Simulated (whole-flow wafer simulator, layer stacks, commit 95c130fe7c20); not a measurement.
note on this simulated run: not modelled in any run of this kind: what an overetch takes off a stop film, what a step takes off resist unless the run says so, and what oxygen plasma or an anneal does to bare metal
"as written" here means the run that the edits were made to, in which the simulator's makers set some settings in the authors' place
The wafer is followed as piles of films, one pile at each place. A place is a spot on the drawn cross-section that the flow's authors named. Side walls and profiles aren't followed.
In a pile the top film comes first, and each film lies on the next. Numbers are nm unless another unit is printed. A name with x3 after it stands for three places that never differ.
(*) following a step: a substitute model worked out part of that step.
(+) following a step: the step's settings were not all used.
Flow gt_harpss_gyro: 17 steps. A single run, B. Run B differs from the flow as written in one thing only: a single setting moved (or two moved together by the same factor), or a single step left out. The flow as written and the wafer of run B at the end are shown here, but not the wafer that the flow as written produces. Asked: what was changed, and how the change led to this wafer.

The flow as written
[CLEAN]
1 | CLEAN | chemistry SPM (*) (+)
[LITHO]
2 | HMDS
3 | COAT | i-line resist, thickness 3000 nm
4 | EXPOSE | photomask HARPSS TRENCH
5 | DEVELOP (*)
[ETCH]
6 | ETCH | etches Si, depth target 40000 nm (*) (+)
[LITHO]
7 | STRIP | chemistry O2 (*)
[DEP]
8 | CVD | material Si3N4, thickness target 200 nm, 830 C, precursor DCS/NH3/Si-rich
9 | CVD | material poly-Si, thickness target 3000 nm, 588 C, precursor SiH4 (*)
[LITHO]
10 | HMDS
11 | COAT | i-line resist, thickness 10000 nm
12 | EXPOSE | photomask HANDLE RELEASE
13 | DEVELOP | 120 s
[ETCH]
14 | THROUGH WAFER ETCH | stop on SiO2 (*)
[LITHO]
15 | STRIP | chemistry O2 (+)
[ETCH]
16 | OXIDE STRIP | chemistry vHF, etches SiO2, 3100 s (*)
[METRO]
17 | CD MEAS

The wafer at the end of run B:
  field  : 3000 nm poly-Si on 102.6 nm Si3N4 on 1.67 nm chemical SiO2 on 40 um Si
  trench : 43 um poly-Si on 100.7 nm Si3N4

What caused this: step 8, CVD: thickness target 102.6 nm was run, though the flow has thickness target 200 nm.
The wafer lets one read it off: field has Si3N4 102.6, and step 8 as written asks for 200 nm.

The path from the change to this, step by step:
  8 | CVD | material Si3N4, thickness target 200 nm, 830 C, precursor DCS/NH3/Si-rich
      field: Si3N4 gains 102.6 (new film) (as written it would have been: Si3N4 gains 200 (new film))
      trench: Si3N4 gains 100.7 (new film) (as written it would have been: Si3N4 gains 195.9 (new film))
  9 | CVD | material poly-Si, thickness target 3000 nm, 588 C, precursor SiH4 (*)
      trench: poly-Si gains 43 um (new film) (as written it would have been: poly-Si gains 43.01 um (new film))
